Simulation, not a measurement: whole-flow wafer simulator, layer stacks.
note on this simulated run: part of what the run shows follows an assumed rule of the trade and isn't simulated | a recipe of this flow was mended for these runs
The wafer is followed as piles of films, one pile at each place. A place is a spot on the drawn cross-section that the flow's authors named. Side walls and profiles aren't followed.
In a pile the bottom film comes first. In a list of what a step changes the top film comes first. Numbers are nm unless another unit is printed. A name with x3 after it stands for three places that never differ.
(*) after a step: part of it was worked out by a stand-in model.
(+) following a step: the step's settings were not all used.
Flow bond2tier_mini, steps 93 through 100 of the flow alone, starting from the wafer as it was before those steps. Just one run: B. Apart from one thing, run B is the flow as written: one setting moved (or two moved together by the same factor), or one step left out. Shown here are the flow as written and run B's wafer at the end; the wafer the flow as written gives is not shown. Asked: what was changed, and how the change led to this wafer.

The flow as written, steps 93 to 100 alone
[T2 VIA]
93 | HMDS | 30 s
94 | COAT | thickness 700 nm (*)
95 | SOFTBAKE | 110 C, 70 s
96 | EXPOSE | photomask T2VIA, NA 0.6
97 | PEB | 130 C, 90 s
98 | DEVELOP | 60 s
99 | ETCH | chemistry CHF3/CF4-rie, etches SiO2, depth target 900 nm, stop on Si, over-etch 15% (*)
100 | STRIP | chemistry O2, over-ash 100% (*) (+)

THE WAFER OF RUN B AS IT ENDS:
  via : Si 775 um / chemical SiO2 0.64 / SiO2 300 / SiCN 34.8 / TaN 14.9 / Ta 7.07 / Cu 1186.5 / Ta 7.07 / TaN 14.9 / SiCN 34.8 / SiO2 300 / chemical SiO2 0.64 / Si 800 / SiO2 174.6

Cause: step 99, ETCH: depth target 630.8 nm was run, though the flow has depth target 900 nm.

How this came from the change, step by step:
  99 | ETCH | chemistry CHF3/CF4-rie, etches SiO2, depth target 900 nm, stop on Si, over-etch 15% (*)
      via: -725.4 SiO2 (as written it would have been: -900 SiO2 (all of it), -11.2 Si)
      field, pad: -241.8 thick-KrF-resist (as written it would have been: -345 thick-KrF-resist)
  100 | STRIP | chemistry O2, over-ash 100% (*) (+)
      field: -389.8 thick-KrF-resist (all of it) (as written it would have been: -286.6 thick-KrF-resist (all of it))
      pad: -476.1 thick-KrF-resist (all of it) (as written it would have been: -372.9 thick-KrF-resist (all of it))
